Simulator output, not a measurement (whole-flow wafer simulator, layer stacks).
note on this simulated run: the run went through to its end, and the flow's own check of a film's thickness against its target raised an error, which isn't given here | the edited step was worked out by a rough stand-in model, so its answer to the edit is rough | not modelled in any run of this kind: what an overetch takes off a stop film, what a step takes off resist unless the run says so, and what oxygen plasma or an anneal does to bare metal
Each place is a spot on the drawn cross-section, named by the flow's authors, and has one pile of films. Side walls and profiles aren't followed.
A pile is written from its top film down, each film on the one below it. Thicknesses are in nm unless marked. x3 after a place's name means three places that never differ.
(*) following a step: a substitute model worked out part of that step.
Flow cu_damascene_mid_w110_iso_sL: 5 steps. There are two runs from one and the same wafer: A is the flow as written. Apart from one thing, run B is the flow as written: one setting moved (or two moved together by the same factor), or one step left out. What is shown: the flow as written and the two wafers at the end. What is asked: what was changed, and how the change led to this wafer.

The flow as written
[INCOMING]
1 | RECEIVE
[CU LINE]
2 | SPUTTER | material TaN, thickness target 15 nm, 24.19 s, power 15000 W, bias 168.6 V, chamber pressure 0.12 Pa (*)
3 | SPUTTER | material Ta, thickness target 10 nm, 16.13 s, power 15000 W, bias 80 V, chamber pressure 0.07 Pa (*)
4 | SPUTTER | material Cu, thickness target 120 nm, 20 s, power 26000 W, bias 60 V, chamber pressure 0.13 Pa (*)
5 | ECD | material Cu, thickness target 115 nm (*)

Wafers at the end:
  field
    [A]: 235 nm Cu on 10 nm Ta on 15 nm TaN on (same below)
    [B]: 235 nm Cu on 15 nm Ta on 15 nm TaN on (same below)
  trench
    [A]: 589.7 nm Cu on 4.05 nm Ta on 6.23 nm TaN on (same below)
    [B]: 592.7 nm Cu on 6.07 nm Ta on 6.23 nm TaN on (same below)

The reason: step 3, SPUTTER: thickness target 15 nm was run, while the flow as written has thickness target 10 nm.
The wafer lets one read it off: field has Ta 15, and step 3 as written asks for 10 nm.

Step by step, how the change led to this:
  3 | SPUTTER | material Ta, thickness target 10 nm, 16.13 s, power 15000 W, bias 80 V, chamber pressure 0.07 Pa (*)
      field: A Ta gains 10 (new film) | B Ta gains 15 (new film)
      trench: A Ta gains 4.05 (new film) | B Ta gains 6.07 (new film)
